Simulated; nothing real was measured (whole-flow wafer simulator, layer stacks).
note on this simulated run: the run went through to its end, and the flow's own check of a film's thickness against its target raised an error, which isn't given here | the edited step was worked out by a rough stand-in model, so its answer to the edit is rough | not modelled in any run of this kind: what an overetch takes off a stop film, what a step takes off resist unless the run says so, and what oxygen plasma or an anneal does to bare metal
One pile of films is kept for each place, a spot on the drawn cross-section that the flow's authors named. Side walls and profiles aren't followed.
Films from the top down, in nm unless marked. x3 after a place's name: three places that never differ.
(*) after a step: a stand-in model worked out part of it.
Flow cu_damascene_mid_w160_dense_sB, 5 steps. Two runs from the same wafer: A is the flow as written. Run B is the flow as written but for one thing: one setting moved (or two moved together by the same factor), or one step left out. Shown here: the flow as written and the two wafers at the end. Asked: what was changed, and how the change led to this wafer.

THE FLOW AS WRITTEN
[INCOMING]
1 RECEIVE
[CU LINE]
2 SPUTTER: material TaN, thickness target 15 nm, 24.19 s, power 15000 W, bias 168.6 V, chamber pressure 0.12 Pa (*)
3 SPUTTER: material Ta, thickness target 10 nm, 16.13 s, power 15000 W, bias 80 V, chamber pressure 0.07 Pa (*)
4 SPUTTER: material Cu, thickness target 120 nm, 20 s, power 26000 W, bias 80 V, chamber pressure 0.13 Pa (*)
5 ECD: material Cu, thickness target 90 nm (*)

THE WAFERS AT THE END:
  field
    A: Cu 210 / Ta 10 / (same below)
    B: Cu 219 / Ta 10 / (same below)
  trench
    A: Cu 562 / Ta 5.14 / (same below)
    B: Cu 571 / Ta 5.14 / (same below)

The cause: step 5, ECD: thickness target 99 nm was run, where the flow has thickness target 90 nm.

How the change led to this, step by step:
  5 ECD: material Cu, thickness target 90 nm (*)
      field: A Cu +90 | B Cu +99
